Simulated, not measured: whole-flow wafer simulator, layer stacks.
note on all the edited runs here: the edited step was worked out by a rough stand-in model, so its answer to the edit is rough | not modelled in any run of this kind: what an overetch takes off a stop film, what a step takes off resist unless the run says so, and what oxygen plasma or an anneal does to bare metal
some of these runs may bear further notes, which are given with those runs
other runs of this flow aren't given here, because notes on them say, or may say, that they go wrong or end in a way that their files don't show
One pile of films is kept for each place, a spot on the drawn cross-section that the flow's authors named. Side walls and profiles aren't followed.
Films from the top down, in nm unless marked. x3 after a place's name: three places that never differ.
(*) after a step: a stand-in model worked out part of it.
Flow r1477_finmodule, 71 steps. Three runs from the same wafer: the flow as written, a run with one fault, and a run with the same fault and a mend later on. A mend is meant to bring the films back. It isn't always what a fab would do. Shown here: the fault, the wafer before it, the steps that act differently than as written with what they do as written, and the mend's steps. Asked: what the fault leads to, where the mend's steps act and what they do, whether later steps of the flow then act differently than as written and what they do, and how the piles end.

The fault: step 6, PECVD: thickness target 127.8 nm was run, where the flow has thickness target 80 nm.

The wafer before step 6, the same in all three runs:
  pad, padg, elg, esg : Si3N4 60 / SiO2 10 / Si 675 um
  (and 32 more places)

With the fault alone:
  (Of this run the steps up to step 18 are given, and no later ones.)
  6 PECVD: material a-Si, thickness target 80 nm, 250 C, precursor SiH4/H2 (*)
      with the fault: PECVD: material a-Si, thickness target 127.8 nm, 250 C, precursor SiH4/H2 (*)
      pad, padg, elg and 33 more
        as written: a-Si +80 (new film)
        with the fault: a-Si +127.8 (new film)
  Later steps of the flow that act differently than as written:
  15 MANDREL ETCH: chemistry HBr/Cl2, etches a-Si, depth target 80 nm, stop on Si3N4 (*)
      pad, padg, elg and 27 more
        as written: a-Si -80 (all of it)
        with the fault: a-Si -80
  After step 18 the piles differ from the flow's by more than 2% or 0.5 nm, whichever is larger, at pad, padg, elg and 33 more.
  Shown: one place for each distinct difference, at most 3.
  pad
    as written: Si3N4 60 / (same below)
    with the fault: a-Si 47.8 / Si3N4 60 / (same below)
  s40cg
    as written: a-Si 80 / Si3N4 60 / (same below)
    with the fault: a-Si 127.8 / Si3N4 60 / (same below)

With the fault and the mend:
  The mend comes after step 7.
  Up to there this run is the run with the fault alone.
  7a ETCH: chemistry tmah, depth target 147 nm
      pad, padg, elg and 33 more
        a-Si -127.8 (all of it)
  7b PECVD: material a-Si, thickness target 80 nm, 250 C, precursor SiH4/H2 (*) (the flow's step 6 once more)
      pad, padg, elg and 33 more
        a-Si +80 (new film)
  No later step of the flow acts differently than as written at any place that is followed.
  At the end the piles are the same as the flow's at every place that both follow.
